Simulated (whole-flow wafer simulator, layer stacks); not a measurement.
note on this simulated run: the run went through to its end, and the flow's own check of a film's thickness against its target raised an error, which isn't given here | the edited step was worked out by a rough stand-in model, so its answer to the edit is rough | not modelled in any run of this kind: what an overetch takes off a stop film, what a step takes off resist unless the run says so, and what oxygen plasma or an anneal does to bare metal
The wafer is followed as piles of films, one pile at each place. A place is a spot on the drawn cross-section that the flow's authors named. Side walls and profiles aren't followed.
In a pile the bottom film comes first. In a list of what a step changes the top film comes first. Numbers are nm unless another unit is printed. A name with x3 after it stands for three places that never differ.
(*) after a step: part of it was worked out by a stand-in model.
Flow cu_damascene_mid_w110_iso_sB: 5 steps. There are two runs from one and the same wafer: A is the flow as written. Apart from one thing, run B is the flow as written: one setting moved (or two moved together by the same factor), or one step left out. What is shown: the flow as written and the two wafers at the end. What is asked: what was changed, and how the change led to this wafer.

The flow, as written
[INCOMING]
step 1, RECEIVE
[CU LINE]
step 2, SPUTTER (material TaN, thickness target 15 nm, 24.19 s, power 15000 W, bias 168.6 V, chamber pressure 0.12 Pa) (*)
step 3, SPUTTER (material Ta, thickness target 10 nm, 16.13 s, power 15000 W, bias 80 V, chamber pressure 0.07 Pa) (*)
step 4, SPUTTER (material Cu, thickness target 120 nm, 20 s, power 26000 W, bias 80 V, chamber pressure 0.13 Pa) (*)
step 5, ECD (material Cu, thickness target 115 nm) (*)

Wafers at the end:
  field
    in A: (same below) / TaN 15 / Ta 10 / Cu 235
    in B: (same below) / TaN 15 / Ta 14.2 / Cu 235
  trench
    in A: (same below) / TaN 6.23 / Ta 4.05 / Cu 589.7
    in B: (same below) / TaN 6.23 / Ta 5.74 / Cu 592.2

The reason: step 3, SPUTTER: thickness target 14.2 nm was run, though the flow has thickness target 10 nm; step 3, SPUTTER: 22.99 s was run, where the flow has 16.13 s.
The wafer itself shows it: field has Ta 14.2, and step 3 as written asks for 10 nm.

How this came from the change, step by step:
  step 3, SPUTTER (material Ta, thickness target 10 nm, 16.13 s, power 15000 W, bias 80 V, chamber pressure 0.07 Pa) (*)
      field: A Ta gains 10 (new film) | B Ta gains 14.2 (new film)
      trench: A Ta gains 4.05 (new film) | B Ta gains 5.74 (new film)
